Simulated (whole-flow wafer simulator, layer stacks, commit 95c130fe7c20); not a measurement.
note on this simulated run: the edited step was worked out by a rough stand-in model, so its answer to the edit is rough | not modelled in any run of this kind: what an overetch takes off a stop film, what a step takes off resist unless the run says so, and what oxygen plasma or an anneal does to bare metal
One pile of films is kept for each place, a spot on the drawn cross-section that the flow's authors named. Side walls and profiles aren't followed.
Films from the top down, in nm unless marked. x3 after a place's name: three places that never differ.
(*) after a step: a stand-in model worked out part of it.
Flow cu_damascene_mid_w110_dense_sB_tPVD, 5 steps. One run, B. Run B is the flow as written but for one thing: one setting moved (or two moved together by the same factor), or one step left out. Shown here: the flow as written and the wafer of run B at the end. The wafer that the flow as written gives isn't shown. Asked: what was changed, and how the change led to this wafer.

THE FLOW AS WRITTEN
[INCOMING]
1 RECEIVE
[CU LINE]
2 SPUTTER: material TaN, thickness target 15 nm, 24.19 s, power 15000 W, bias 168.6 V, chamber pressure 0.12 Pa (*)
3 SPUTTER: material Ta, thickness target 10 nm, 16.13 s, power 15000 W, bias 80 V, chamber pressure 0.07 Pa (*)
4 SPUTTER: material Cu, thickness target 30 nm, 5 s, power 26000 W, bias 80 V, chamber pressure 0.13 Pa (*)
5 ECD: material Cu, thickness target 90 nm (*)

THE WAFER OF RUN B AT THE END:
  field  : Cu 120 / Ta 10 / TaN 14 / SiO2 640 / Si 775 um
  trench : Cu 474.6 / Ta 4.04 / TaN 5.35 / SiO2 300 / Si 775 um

The cause: step 2, SPUTTER: bias 209.1 V was run, where the flow has bias 168.6 V.

How the change led to this, step by step:
  2 SPUTTER: material TaN, thickness target 15 nm, 24.19 s, power 15000 W, bias 168.6 V, chamber pressure 0.12 Pa (*)
      field: TaN +14 (new film) (as written it would be: TaN +15 (new film))
      trench: TaN +5.35 (new film) (as written it would be: TaN +6.23 (new film))
